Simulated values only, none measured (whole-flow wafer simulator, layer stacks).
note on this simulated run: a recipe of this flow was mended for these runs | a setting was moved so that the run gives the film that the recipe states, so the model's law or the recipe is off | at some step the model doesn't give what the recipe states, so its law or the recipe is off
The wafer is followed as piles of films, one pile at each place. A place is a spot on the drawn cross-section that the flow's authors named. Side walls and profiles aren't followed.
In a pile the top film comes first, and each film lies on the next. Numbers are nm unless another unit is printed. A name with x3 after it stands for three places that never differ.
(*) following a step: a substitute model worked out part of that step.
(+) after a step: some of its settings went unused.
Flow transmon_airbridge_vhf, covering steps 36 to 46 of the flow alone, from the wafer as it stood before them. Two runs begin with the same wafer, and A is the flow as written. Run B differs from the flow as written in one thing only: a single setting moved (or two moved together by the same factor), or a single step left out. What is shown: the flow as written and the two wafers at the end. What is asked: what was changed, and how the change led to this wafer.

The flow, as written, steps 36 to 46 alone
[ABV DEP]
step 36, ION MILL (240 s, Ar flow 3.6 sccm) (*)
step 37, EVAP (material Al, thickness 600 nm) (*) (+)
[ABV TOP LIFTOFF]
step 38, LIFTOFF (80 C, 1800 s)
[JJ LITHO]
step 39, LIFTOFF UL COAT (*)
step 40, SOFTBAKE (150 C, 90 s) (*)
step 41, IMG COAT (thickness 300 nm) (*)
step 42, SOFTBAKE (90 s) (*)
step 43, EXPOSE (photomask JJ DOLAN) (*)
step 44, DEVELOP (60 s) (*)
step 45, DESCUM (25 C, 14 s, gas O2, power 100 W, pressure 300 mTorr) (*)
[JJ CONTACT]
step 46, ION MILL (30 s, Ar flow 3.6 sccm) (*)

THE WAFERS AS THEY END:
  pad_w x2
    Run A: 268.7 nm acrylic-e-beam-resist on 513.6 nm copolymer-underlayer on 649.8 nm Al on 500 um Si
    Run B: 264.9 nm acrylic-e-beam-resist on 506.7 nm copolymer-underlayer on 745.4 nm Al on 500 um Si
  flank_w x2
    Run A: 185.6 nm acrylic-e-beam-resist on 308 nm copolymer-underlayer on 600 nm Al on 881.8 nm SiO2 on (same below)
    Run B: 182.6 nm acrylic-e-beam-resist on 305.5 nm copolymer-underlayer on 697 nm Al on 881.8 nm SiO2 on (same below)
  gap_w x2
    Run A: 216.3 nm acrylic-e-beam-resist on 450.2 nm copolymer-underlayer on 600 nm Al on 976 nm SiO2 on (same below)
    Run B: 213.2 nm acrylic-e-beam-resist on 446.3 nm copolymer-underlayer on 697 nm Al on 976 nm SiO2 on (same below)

What caused this: step 37, EVAP: thickness 697 nm was run, whereas the flow has thickness 600 nm.
The wafer itself shows it: flank_w x2 has Al 697, and step 37 as written asks for 600 nm.

The path from the change to this, step by step:
  step 37, EVAP (material Al, thickness 600 nm) (*) (+)
      field x3, jj_line, ground_far and 10 more: A +600 Al (new film) | B +697 Al (new film)
      pad_w x2: A +591.1 Al | B +686.7 Al
  step 38, LIFTOFF (80 C, 1800 s)
      field x3, jj_line, trace_open_s x2: A -600 Al (all of it), -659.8 i-line-resist (all of it), -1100 lift-off-underlayer (all of it), -240 acrylic-e-beam-resist (all of it) | B -697 Al (all of it), -659.8 i-line-resist (all of it), -1100 lift-off-underlayer (all of it), -240 acrylic-e-beam-resist (all of it)
      margin_s, margin_n: A -600 Al (all of it), -378.2 i-line-resist (all of it), -823.4 lift-off-underlayer (all of it), -168.6 acrylic-e-beam-resist (all of it) | B -697 Al (all of it), -378.2 i-line-resist (all of it), -823.4 lift-off-underlayer (all of it), -168.6 acrylic-e-beam-resist (all of it)
      (and at 1 other place as well)
  step 39, LIFTOFF UL COAT (*)
      bridge_strip: A +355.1 copolymer-underlayer (new film) | B +346.2 copolymer-underlayer (new film)
  step 41, IMG COAT (thickness 300 nm) (*)
      bridge_strip: A +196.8 acrylic-e-beam-resist (new film) | B +190.9 acrylic-e-beam-resist (new film)
